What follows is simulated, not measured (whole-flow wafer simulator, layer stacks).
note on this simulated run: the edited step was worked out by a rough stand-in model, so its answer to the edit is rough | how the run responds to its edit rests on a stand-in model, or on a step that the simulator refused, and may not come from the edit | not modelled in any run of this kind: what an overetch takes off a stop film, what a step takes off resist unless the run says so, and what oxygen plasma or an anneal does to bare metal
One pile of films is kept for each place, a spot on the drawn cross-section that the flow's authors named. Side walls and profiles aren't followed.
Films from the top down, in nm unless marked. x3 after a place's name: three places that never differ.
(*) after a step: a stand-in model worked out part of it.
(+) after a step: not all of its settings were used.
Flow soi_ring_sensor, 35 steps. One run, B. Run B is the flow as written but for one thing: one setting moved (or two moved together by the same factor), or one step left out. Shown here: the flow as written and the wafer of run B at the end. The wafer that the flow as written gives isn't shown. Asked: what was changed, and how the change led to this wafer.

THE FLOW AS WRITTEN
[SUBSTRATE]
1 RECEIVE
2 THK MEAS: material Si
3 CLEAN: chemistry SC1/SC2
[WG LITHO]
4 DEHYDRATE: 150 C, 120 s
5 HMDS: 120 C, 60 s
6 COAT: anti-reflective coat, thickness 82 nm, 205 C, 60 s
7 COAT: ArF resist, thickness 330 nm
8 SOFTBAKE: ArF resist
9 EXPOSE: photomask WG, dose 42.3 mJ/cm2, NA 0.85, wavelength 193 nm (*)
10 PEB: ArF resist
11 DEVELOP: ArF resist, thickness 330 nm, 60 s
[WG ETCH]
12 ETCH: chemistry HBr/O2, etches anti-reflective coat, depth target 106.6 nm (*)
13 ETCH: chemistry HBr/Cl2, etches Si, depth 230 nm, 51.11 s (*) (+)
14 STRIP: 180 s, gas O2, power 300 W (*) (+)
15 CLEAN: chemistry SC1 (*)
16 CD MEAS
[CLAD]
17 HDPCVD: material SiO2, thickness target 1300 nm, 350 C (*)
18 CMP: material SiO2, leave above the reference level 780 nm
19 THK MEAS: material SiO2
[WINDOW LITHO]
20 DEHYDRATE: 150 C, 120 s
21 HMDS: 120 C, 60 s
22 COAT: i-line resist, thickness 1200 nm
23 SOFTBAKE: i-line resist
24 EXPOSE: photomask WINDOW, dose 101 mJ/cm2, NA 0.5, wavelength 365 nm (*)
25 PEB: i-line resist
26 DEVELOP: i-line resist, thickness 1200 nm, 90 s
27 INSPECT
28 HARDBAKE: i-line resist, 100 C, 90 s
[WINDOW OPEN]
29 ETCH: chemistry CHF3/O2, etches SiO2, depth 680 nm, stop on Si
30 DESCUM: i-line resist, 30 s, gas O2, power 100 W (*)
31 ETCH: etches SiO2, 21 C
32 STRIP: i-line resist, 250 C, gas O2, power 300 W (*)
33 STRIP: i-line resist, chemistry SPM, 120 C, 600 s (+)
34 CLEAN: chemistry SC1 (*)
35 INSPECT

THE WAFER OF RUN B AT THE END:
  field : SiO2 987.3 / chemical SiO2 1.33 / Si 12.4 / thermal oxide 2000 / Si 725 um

The cause: step 13, ETCH: depth 207 nm was run, where the flow has depth 230 nm; step 13, ETCH: 46 s was run, where the flow has 51.11 s.

How the change led to this, step by step:
  13 ETCH: chemistry HBr/Cl2, etches Si, depth 230 nm, 51.11 s (*) (+)
      gap, window, field, gap_clad: Si -207 (as written it would be: Si -220 (all of it), thermal oxide -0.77)
      core, core_clad: ArF resist -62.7 (as written it would be: ArF resist -69.7)
  14 STRIP: 180 s, gas O2, power 300 W (*) (+)
      gap, window, field, gap_clad: chemical SiO2 +1.33 (new film), Si -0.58 (as written it would be: nothing)
      core, core_clad: ArF resist -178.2 (all of it), anti-reflective coat -82 (all of it), chemical SiO2 +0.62, Si -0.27 (as written it would be: ArF resist -171.2 (all of it), anti-reflective coat -82 (all of it), chemical SiO2 +0.63, Si -0.28)
  18 CMP: material SiO2, leave above the reference level 780 nm
      gap, window, field, gap_clad: SiO2 -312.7 (as written it would be: SiO2 -298.2)
